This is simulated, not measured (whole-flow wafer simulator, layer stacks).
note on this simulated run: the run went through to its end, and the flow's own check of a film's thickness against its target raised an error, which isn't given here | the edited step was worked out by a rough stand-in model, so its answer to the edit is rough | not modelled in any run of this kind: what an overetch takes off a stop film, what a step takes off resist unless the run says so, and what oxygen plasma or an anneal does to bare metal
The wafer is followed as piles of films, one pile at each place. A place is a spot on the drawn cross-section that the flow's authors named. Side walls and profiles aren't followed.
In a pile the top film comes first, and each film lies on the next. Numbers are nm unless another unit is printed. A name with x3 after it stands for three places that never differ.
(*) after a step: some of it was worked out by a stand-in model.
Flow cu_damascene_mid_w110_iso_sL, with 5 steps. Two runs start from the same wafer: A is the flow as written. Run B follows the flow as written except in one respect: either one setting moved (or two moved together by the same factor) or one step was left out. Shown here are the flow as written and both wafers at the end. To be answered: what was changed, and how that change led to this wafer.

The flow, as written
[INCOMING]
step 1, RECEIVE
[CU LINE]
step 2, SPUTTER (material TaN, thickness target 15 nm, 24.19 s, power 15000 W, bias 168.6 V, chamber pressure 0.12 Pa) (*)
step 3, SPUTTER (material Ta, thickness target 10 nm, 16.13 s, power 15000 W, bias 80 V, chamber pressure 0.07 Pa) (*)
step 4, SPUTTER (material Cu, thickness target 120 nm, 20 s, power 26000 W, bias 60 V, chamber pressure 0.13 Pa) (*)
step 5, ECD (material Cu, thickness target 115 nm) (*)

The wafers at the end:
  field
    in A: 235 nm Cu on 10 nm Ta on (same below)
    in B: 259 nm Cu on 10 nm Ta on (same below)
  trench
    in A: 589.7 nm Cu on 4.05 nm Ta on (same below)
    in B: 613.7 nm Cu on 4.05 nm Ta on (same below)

Cause: step 4, SPUTTER: thickness target 144 nm was run, whereas the flow has thickness target 120 nm.

Step by step, how the change led to this:
  step 4, SPUTTER (material Cu, thickness target 120 nm, 20 s, power 26000 W, bias 60 V, chamber pressure 0.13 Pa) (*)
      field: A +120 Cu (new film) | B +144 Cu (new film)
      trench: A +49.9 Cu (new film) | B +59.9 Cu (new film)
  step 5, ECD (material Cu, thickness target 115 nm) (*)
      trench: A +539.8 Cu | B +553.8 Cu
